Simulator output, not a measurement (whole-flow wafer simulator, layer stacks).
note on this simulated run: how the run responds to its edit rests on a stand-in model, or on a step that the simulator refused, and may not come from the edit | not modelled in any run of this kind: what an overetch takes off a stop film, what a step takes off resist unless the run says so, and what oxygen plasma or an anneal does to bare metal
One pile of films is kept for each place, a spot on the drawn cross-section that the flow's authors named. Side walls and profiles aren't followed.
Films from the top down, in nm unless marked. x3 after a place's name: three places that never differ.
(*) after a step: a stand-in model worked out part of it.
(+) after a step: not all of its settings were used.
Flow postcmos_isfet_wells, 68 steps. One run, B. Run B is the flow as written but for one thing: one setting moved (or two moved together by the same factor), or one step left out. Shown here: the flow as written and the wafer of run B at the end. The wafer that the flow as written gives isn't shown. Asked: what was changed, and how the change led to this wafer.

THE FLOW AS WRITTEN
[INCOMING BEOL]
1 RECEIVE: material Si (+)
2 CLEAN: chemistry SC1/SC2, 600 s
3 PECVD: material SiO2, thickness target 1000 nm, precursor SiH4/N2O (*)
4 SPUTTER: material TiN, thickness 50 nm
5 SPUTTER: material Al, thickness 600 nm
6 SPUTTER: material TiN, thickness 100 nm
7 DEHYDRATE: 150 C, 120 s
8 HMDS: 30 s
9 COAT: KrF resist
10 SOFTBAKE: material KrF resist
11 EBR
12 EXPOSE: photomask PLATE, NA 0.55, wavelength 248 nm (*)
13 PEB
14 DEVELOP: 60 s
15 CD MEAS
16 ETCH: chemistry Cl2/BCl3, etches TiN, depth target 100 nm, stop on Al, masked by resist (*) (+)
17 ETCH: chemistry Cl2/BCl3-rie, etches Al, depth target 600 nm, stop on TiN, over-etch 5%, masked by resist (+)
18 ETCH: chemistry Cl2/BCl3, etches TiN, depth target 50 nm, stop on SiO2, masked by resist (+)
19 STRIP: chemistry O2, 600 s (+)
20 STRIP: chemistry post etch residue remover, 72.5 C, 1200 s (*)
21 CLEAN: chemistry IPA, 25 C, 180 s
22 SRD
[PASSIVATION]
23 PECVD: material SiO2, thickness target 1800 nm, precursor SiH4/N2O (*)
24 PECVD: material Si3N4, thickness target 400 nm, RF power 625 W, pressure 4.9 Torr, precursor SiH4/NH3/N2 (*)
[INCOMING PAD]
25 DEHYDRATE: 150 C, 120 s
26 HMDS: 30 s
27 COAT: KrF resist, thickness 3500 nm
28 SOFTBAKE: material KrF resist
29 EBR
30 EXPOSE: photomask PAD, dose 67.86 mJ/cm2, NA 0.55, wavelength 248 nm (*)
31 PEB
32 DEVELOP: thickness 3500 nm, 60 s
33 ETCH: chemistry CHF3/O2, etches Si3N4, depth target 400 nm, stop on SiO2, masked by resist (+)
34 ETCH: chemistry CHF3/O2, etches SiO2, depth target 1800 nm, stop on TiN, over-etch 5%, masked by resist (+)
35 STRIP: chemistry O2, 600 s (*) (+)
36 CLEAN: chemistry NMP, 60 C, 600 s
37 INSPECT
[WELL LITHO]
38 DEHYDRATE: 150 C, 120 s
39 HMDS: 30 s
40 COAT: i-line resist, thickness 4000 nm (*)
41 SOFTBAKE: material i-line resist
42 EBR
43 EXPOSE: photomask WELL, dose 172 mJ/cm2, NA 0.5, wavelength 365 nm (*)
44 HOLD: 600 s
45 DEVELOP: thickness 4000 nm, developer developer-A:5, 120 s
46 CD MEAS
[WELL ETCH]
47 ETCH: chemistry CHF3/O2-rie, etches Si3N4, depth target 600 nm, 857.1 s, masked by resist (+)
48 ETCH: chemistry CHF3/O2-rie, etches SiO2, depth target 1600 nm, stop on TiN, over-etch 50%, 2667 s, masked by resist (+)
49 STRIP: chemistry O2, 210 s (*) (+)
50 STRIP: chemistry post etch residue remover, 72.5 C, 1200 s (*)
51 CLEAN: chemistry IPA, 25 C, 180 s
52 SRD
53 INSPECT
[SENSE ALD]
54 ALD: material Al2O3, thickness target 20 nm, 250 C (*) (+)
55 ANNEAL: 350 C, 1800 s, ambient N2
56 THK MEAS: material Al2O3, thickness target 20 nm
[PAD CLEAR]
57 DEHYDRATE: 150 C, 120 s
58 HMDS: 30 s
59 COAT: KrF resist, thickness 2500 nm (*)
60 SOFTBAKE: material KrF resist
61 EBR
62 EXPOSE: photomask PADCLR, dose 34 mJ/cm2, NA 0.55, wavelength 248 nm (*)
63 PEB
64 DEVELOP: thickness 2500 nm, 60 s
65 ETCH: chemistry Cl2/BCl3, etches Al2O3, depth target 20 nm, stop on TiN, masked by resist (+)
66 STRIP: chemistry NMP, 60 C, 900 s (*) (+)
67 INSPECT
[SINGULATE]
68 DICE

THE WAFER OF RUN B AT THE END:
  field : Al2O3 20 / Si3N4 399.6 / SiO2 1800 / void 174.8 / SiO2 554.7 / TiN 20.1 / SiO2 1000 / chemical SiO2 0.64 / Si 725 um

The cause: step 18, ETCH: depth target 29.5 nm was run, where the flow has depth target 50 nm.

How the change led to this, step by step:
  18 ETCH: chemistry Cl2/BCl3, etches TiN, depth target 50 nm, stop on SiO2, masked by resist (+)
      field: TiN -29.5 (as written it would be: TiN -50 (all of it))
      margin, well900, well1300 x3, pad_rim, pad_clr, pad_open: KrF resist -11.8 (as written it would be: KrF resist -20)
  23 PECVD: material SiO2, thickness target 1800 nm, precursor SiH4/N2O (*)
      field: SiO2 +1800 (new film), void +174.8 (new film), SiO2 +554.7 (new film) (as written it would be: SiO2 +1800 (new film), void +189.9 (new film), SiO2 +559.7)
Counting metal films that touch as one body, field has 1 body; the flow as written gives 0 bodies.
